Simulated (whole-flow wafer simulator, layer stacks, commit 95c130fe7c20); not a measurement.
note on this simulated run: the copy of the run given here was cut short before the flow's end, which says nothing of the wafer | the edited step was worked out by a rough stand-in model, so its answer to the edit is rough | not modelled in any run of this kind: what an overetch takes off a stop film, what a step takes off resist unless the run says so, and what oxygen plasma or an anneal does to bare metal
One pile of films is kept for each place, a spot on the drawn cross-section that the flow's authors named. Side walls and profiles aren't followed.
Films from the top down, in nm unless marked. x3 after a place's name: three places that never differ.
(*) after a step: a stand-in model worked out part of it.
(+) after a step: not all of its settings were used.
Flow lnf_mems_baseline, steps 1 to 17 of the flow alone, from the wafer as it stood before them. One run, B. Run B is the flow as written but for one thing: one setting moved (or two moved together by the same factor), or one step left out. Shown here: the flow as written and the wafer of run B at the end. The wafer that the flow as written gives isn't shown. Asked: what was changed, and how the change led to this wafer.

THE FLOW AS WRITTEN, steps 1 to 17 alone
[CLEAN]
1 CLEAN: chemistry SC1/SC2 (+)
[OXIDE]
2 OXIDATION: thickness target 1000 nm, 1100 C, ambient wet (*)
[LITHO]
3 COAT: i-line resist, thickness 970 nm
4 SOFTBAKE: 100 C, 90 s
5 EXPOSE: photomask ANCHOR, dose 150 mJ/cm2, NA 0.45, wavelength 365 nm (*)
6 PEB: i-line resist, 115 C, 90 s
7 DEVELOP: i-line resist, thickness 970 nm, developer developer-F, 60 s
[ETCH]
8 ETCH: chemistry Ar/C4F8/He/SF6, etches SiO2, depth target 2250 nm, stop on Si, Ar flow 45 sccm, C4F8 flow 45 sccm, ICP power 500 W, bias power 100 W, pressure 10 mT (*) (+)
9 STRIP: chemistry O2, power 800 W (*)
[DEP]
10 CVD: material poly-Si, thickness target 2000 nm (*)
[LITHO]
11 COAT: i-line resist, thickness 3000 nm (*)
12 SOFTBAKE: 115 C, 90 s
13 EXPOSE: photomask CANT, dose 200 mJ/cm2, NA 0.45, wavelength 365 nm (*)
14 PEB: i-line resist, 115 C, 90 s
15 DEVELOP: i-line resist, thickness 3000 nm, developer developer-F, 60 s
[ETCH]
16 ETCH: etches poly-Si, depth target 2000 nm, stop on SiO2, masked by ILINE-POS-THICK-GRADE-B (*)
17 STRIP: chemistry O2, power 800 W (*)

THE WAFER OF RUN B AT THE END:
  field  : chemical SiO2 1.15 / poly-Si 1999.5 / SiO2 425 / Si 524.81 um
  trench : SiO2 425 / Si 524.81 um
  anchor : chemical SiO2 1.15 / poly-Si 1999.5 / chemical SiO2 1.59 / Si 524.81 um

The cause: step 2, OXIDATION: thickness target 425 nm was run, where the flow has thickness target 1000 nm.
It can be read off the wafer: field has SiO2 425, and step 2 as written asks for 1000 nm.

How the change led to this, step by step:
  2 OXIDATION: thickness target 1000 nm, 1100 C, ambient wet (*)
      field, anchor, beam, trench, char_slit: SiO2 +425 (new film), chemical SiO2 -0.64 (all of it), Si -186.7 (as written it would be: SiO2 +1000 (new film), chemical SiO2 -0.64 (all of it), Si -439.7)
  8 ETCH: chemistry Ar/C4F8/He/SF6, etches SiO2, depth target 2250 nm, stop on Si, Ar flow 45 sccm, C4F8 flow 45 sccm, ICP power 500 W, bias power 100 W, pressure 10 mT (*) (+)
      field, beam, trench, char_slit: i-line resist -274 (as written it would be: i-line resist -561.5)
      anchor: SiO2 -425 (all of it) (as written it would be: SiO2 -1000 (all of it))
  9 STRIP: chemistry O2, power 800 W (*)
      field, beam, trench, char_slit: i-line resist -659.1 (all of it) (as written it would be: i-line resist -371.6 (all of it))
  10 CVD: material poly-Si, thickness target 2000 nm (*)
      anchor: poly-Si +2000 (new film) (as written it would be: poly-Si +2322 (new film))
  11 COAT: i-line resist, thickness 3000 nm (*)
      anchor: i-line resist +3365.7 (new film) (as written it would be: i-line resist +3611.6 (new film))
  12 SOFTBAKE: 115 C, 90 s
      field: i-line resist -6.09 (as written it would be: i-line resist -6.66)
      anchor: i-line resist +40 (as written it would be: i-line resist +45.4)
      (and at 2 more places)
  14 PEB: i-line resist, 115 C, 90 s
      anchor: i-line resist -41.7 (as written it would be: i-line resist -46.1)
  17 STRIP: chemistry O2, power 800 W (*)
      anchor: chemical SiO2 +1.15 (new film), i-line resist -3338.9 (all of it), poly-Si -0.51 (as written it would be: chemical SiO2 +1.17 (new film), i-line resist -3585.8 (all of it), poly-Si -0.52)
